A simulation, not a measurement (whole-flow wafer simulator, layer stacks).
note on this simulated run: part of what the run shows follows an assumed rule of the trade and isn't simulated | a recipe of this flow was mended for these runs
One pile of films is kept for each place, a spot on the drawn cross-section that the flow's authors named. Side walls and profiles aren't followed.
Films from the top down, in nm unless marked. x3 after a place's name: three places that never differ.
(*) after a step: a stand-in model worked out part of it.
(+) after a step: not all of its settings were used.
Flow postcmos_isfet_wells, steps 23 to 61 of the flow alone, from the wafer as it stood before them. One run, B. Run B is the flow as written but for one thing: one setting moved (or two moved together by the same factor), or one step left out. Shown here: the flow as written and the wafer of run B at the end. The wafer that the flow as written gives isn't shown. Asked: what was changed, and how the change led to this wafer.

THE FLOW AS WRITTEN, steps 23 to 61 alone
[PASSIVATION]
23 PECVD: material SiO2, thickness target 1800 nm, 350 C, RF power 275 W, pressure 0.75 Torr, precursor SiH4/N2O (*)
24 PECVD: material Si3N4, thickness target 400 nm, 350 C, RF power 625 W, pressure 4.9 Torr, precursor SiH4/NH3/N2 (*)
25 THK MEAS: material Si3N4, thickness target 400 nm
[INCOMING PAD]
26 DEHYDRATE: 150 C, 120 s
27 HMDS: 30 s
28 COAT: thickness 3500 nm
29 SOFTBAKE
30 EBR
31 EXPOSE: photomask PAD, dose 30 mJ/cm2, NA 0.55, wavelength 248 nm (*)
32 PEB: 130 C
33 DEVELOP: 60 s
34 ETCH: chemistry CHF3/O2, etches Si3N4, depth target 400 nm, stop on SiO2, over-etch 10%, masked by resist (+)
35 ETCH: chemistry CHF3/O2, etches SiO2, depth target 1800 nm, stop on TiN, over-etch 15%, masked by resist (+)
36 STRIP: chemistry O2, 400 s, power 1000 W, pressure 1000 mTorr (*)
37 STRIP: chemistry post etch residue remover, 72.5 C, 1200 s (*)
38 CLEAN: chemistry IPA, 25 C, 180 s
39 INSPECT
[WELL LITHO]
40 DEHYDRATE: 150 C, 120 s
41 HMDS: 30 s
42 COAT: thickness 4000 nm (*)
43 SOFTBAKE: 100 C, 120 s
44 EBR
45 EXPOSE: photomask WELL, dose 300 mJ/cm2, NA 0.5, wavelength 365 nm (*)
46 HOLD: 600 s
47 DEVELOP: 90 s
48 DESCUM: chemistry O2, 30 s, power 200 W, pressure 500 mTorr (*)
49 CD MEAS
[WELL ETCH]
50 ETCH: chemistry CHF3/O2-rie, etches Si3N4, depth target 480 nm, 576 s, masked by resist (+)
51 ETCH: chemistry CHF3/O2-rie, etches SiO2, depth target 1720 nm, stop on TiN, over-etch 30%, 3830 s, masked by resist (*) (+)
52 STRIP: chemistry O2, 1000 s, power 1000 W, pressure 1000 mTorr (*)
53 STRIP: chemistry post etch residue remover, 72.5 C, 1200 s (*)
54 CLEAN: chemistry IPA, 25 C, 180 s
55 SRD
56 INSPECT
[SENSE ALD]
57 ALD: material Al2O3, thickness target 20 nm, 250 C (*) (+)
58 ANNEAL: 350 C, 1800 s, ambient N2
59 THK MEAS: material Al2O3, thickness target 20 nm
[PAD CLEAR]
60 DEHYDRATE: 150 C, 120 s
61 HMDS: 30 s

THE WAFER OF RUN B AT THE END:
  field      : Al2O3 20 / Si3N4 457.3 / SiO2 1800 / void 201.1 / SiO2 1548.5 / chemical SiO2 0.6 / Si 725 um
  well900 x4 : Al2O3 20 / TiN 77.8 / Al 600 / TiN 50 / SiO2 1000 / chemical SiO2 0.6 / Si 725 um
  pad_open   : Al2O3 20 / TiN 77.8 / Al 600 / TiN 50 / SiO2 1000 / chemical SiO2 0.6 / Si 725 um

The cause: step 24, PECVD: thickness target 458 nm was run, where the flow has thickness target 400 nm.

How the change led to this, step by step:
  24 PECVD: material Si3N4, thickness target 400 nm, 350 C, RF power 625 W, pressure 4.9 Torr, precursor SiH4/NH3/N2 (*)
      field, margin x2, well900 x4, pad_clr, pad_open: Si3N4 +458 (new film) (as written it would be: Si3N4 +400 (new film))
  34 ETCH: chemistry CHF3/O2, etches Si3N4, depth target 400 nm, stop on SiO2, over-etch 10%, masked by resist (+)
      pad_open: Si3N4 -440 (as written it would be: Si3N4 -400 (all of it), SiO2 -20)
  35 ETCH: chemistry CHF3/O2, etches SiO2, depth target 1800 nm, stop on TiN, over-etch 15%, masked by resist (+)
      pad_open: Si3N4 -18 (all of it), SiO2 -1800 (all of it), TiN -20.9 (as written it would be: SiO2 -1780 (all of it), TiN -24.2)
  43 SOFTBAKE: 100 C, 120 s
      pad_clr: thick-g/i-line-resist -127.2 (as written it would be: thick-g/i-line-resist -123)
  50 ETCH: chemistry CHF3/O2-rie, etches Si3N4, depth target 480 nm, 576 s, masked by resist (+)
      well900 x4: Si3N4 -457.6 (all of it), SiO2 -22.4 (as written it would be: Si3N4 -399.6 (all of it), SiO2 -80.4)
  51 ETCH: chemistry CHF3/O2-rie, etches SiO2, depth target 1720 nm, stop on TiN, over-etch 30%, 3830 s, masked by resist (*) (+)
      well900 x4: SiO2 -1777.6 (all of it), TiN -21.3 (as written it would be: SiO2 -1719.6 (all of it), TiN -20.6)
